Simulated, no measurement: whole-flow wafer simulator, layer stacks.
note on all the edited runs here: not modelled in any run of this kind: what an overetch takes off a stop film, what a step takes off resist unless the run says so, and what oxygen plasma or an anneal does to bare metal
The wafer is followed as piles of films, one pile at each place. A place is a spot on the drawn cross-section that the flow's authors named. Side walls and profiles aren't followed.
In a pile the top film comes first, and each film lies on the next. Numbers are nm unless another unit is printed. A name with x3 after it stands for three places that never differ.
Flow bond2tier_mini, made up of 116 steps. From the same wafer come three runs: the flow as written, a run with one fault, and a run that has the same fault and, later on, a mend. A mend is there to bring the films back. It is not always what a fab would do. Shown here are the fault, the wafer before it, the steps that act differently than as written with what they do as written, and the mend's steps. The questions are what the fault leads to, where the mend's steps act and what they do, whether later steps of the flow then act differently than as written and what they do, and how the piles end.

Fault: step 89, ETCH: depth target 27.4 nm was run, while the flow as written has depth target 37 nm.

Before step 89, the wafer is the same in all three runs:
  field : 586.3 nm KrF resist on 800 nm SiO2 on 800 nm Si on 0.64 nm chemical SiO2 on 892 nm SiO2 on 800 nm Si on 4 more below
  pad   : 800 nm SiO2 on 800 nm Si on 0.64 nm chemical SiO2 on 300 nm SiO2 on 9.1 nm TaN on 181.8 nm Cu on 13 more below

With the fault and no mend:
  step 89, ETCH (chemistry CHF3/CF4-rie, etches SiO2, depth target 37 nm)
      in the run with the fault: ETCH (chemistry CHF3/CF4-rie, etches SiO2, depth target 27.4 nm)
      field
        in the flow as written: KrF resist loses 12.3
        in the run with the fault: KrF resist loses 9.13
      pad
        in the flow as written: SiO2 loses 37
        in the run with the fault: SiO2 loses 27.4
  Later steps of the flow that are run all act as written at every place that is followed, up to a difference of at most 2% or 0.5 nm, whichever is larger.
  At pad, the piles at the end differ from the flow's by more than 2% or 0.5 nm, whichever is larger.
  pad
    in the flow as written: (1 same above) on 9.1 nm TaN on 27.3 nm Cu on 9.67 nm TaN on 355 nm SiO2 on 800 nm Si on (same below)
    in the run with the fault: (1 same above) on 9.1 nm TaN on 17.6 nm Cu on 9.76 nm TaN on 364.6 nm SiO2 on 800 nm Si on (same below)

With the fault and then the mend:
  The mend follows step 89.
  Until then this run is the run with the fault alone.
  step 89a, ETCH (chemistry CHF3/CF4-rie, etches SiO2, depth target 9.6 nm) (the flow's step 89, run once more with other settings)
      field
        KrF resist loses 3.2
      pad
        SiO2 loses 9.6
  Later steps of the flow that are run all act as written at every place that is followed.
  The piles end the same as the flow's at every place that both follow.
